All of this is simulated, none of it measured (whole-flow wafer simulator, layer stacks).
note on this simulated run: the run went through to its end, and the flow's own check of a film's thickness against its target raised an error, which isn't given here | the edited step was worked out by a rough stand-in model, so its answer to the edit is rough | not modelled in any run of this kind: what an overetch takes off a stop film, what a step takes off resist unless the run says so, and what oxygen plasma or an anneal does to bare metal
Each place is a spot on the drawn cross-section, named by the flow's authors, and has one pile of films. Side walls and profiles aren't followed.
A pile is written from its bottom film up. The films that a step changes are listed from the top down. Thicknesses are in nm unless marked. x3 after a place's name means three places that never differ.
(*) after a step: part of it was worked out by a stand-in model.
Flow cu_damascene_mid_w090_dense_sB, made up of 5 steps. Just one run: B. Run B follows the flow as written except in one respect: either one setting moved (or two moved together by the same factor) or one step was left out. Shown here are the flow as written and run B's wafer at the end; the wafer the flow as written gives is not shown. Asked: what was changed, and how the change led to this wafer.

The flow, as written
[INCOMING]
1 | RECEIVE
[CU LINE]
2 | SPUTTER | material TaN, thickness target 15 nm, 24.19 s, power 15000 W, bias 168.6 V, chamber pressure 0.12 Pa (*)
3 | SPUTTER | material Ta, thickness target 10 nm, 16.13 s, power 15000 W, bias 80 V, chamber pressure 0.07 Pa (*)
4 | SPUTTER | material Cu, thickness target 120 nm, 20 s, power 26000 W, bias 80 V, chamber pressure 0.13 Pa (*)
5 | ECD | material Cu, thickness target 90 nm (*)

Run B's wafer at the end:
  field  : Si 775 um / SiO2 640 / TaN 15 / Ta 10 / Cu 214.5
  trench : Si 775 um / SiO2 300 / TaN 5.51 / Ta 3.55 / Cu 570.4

The reason: step 5, ECD: thickness target 94.5 nm was run, whereas the flow has thickness target 90 nm.

The path from the change to this, step by step:
  5 | ECD | material Cu, thickness target 90 nm (*)
      field: +94.5 Cu (in the flow as written it would be: +90 Cu)
